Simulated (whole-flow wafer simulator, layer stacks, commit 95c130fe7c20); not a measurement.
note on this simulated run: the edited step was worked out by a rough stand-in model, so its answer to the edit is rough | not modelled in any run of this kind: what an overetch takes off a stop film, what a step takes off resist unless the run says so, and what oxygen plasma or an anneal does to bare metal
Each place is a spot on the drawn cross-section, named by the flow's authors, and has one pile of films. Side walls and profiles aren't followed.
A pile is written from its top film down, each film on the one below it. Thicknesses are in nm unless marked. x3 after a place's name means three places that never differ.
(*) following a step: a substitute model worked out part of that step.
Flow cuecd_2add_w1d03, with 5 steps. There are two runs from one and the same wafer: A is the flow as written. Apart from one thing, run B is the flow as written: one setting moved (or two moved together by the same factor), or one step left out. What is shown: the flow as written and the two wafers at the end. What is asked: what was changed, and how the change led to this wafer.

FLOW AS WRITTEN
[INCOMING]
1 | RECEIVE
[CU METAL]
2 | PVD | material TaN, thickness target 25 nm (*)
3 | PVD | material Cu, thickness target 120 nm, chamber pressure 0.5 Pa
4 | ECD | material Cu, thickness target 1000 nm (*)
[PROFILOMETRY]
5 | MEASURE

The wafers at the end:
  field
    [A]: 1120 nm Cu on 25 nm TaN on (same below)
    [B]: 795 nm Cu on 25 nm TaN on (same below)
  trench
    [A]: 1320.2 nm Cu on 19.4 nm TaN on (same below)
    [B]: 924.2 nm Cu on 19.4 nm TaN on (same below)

What caused this: step 4, ECD: thickness target 675 nm was run, whereas the flow has thickness target 1000 nm.

Step by step, how the change led to this:
  4 | ECD | material Cu, thickness target 1000 nm (*)
      field: A Cu gains 1000 | B Cu gains 675
      trench: A Cu gains 1226.8 | B Cu gains 830.7
